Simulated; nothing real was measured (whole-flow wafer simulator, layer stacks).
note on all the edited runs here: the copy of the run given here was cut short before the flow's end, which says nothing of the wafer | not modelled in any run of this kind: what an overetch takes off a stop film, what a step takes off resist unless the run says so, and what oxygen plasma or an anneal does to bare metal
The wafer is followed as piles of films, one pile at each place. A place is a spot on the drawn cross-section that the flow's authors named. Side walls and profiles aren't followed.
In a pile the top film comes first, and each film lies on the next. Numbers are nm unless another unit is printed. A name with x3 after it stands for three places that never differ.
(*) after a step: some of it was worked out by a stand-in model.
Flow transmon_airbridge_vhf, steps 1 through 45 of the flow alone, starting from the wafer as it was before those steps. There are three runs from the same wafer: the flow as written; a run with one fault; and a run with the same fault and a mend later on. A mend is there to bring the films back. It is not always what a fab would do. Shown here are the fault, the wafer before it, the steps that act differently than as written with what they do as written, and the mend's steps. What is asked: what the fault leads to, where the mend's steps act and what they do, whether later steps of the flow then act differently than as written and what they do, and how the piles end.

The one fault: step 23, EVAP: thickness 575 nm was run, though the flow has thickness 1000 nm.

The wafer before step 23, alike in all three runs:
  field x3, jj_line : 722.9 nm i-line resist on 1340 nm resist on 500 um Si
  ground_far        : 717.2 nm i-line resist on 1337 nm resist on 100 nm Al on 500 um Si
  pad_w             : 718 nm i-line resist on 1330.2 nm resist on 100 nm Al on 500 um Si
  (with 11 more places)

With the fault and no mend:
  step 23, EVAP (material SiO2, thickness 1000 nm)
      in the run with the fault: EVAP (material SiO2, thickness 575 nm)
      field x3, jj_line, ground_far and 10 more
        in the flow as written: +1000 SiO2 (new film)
        in the run with the fault: +575 SiO2 (new film)
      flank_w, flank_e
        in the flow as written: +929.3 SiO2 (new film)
        in the run with the fault: +534.4 SiO2 (new film)
  Steps further on in the flow that do not act as written (2 more steps, not shown, differ only slightly: by at most 2% or 0.5 nm, whichever is larger):
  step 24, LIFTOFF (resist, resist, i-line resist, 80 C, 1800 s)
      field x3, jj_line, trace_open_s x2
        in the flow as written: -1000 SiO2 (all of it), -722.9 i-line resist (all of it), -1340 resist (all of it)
        in the run with the fault: -575 SiO2 (all of it), -722.9 i-line resist (all of it), -1340 resist (all of it)
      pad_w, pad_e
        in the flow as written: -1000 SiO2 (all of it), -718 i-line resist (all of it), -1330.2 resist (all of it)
        in the run with the fault: -575 SiO2 (all of it), -718 i-line resist (all of it), -1330.2 resist (all of it)
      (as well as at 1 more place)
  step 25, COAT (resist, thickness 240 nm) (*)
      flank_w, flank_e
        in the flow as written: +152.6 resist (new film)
        in the run with the fault: +168 resist (new film)
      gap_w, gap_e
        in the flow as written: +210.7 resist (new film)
        in the run with the fault: +228.7 resist (new film)
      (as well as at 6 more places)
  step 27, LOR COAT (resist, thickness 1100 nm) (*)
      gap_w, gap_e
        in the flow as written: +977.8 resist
        in the run with the fault: +1037.8 resist
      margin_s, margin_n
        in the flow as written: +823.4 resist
        in the run with the fault: +930.6 resist
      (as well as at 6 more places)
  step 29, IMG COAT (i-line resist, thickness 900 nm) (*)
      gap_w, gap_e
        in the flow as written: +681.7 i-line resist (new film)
        in the run with the fault: +785.7 i-line resist (new film)
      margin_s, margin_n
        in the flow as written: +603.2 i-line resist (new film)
        in the run with the fault: +736.6 i-line resist (new film)
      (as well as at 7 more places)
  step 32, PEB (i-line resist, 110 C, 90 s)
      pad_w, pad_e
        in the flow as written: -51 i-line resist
        in the run with the fault: -48.9 i-line resist
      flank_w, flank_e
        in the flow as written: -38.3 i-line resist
        in the run with the fault: -42.5 i-line resist
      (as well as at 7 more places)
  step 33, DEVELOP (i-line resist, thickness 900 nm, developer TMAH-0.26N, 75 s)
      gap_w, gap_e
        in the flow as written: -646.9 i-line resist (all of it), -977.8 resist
        in the run with the fault: -745.5 i-line resist (all of it), -1037.8 resist
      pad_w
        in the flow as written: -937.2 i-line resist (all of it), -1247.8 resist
        in the run with the fault: -900.4 i-line resist (all of it), -1181 resist
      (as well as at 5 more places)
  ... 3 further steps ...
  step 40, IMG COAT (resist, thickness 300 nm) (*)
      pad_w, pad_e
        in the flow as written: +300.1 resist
        in the run with the fault: +289 resist
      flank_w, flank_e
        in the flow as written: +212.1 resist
        in the run with the fault: +222.1 resist
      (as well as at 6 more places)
  By the end, the piles at pad_w, flank_w, gap_w and 7 more depart from the flow's by more than 2% or 0.5 nm, whichever is larger.
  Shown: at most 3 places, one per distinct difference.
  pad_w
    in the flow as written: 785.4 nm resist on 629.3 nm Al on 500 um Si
    in the run with the fault: 751 nm resist on 629.7 nm Al on 500 um Si
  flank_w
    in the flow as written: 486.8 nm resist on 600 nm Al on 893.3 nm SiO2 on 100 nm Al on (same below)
    in the run with the fault: 548.8 nm resist on 600 nm Al on 498.4 nm SiO2 on 100 nm Al on (same below)
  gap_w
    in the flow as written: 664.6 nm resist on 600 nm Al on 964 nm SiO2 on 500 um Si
    in the run with the fault: 701.9 nm resist on 600 nm Al on 539 nm SiO2 on 500 um Si

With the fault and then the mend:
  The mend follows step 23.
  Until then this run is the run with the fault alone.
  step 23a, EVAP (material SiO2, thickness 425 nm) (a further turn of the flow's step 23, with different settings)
      field x3, jj_line, ground_far and 10 more
        +425 SiO2
      flank_w, flank_e
        +395.4 SiO2
  Later steps of the flow that are run all act as written at every place that is followed, up to a difference of at most 2% or 0.5 nm, whichever is larger.
  When the end is reached, the piles differ only a little from the flow's at the places that both follow, at most by 2% or 0.5 nm, whichever is larger.
